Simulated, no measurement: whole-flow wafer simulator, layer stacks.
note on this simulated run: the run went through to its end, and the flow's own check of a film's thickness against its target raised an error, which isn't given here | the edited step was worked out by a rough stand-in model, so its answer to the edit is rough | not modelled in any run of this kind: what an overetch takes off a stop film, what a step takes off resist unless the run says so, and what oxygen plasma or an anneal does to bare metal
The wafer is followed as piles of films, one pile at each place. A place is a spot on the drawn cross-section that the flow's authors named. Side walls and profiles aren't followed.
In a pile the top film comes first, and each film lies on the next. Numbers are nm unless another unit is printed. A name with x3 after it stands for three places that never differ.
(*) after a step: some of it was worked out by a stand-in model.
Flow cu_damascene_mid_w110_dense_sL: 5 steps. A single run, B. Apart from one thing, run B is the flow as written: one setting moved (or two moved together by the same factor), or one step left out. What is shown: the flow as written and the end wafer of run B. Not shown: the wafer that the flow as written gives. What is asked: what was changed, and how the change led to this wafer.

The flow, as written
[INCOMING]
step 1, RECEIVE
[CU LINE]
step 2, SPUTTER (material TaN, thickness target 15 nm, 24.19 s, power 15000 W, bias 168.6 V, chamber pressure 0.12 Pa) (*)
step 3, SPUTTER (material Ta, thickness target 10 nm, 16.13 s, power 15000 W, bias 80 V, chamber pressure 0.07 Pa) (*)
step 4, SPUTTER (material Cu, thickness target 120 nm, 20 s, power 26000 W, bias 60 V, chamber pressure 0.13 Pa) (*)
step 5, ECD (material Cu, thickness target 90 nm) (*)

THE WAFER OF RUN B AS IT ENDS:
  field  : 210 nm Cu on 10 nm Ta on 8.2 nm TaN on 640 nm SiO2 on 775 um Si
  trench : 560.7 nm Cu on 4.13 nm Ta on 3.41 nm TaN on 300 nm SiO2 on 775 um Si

What caused this: step 2, SPUTTER: thickness target 8.2 nm was run, though the flow has thickness target 15 nm; step 2, SPUTTER: 13.3 s was run, where the flow has 24.19 s.
The wafer itself shows it: field has TaN 8.2, and step 2 as written asks for 15 nm.

How this came from the change, step by step:
  step 2, SPUTTER (material TaN, thickness target 15 nm, 24.19 s, power 15000 W, bias 168.6 V, chamber pressure 0.12 Pa) (*)
      field: +8.2 TaN (new film) (it would be, as written: +15 TaN (new film))
      trench: +3.41 TaN (new film) (it would be, as written: +6.23 TaN (new film))
  step 4, SPUTTER (material Cu, thickness target 120 nm, 20 s, power 26000 W, bias 60 V, chamber pressure 0.13 Pa) (*)
      trench: +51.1 Cu (new film) (it would be, as written: +49.9 Cu (new film))
